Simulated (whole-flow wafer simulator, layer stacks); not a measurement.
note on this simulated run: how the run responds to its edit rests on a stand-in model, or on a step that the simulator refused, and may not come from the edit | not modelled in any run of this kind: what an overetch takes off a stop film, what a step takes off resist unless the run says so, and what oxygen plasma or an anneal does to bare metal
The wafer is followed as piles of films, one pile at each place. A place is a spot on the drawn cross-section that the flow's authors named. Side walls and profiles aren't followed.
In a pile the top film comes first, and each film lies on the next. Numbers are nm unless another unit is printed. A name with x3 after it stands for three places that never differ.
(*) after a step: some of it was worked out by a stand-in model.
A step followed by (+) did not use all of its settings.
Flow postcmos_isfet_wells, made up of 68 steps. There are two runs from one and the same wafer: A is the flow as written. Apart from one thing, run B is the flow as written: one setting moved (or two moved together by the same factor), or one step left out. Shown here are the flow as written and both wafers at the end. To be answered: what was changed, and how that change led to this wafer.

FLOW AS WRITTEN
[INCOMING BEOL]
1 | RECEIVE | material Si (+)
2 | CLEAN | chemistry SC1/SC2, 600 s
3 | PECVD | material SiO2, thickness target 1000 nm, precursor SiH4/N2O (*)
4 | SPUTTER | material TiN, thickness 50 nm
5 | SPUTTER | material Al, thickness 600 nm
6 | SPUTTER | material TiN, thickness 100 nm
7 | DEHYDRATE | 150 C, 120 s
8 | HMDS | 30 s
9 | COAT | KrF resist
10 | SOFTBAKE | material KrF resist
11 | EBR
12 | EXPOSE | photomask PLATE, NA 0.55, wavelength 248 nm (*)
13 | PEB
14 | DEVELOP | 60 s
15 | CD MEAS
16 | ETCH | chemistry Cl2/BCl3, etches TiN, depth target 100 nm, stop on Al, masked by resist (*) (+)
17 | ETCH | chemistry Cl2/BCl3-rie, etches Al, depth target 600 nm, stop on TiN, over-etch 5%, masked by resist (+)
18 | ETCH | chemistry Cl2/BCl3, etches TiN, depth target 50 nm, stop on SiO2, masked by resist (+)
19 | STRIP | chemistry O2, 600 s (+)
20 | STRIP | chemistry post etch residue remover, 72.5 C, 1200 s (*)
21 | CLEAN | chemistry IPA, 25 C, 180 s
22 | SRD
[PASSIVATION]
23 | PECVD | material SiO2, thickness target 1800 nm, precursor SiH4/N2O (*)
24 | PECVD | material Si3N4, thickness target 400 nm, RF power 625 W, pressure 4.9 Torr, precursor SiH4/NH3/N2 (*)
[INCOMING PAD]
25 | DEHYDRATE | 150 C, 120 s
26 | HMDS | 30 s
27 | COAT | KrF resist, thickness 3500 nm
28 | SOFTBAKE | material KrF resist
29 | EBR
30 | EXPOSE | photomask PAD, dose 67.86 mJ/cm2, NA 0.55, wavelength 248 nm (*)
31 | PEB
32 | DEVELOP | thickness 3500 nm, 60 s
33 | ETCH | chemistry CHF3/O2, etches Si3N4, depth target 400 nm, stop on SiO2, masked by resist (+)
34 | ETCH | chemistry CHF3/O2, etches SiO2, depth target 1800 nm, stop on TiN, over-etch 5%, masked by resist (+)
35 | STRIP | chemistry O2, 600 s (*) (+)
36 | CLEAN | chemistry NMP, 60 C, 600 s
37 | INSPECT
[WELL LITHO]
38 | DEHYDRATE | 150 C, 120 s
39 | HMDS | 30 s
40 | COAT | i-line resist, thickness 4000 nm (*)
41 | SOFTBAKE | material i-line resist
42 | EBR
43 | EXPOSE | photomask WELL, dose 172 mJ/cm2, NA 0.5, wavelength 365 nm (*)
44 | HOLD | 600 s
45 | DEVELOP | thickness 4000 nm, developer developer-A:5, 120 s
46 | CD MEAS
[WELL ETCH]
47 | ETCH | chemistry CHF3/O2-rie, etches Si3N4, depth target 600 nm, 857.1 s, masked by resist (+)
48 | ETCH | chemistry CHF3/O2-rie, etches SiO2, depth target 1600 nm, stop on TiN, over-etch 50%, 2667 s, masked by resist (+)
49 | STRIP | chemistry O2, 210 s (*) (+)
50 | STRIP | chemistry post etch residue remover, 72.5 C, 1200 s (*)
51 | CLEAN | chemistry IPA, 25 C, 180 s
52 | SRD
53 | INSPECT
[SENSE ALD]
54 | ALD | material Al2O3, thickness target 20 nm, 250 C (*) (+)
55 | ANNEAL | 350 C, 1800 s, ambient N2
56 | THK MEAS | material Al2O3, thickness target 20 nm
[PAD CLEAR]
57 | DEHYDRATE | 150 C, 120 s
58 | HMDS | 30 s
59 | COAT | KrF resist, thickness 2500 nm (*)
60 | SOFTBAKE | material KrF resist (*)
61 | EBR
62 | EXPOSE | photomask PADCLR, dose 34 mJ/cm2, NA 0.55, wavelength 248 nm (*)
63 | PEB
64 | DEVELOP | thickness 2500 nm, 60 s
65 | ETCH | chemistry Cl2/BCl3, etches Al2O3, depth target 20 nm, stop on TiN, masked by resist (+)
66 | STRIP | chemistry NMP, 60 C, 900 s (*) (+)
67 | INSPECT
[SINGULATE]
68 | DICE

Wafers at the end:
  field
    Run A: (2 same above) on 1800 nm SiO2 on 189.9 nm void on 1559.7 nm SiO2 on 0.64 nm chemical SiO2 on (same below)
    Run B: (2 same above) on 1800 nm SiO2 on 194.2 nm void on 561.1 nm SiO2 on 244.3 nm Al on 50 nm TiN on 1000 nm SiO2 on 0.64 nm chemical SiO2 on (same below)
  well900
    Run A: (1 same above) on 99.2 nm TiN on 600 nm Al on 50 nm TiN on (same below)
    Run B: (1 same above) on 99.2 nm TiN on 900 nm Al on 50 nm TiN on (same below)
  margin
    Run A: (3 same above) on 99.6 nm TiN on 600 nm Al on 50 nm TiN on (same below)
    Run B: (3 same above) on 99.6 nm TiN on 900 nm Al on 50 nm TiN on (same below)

The reason: step 5, SPUTTER: thickness 900 nm was run, whereas the flow has thickness 600 nm.
The wafer itself shows it: well900 has Al 900, and step 5 as written asks for 600 nm.

Step by step, how the change led to this:
  5 | SPUTTER | material Al, thickness 600 nm
      field, margin, well900 and 6 more: A +600 Al (new film) | B +900 Al (new film)
  17 | ETCH | chemistry Cl2/BCl3-rie, etches Al, depth target 600 nm, stop on TiN, over-etch 5%, masked by resist (+)
      field: A -600 Al (all of it) | B -600 Al
  18 | ETCH | chemistry Cl2/BCl3, etches TiN, depth target 50 nm, stop on SiO2, masked by resist (+)
      field: A -50 TiN (all of it) | B -50 Al
  20 | STRIP | chemistry post etch residue remover, 72.5 C, 1200 s (*)
      field: A nothing | B -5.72 Al
  23 | PECVD | material SiO2, thickness target 1800 nm, precursor SiH4/N2O (*)
      field: A +1800 SiO2 (new film), +189.9 void (new film), +559.7 SiO2 | B +1800 SiO2 (new film), +194.2 void (new film), +561.1 SiO2 (new film)
If metal films that touch count as one body, field has 1 body; the flow as written gives 0 bodies.
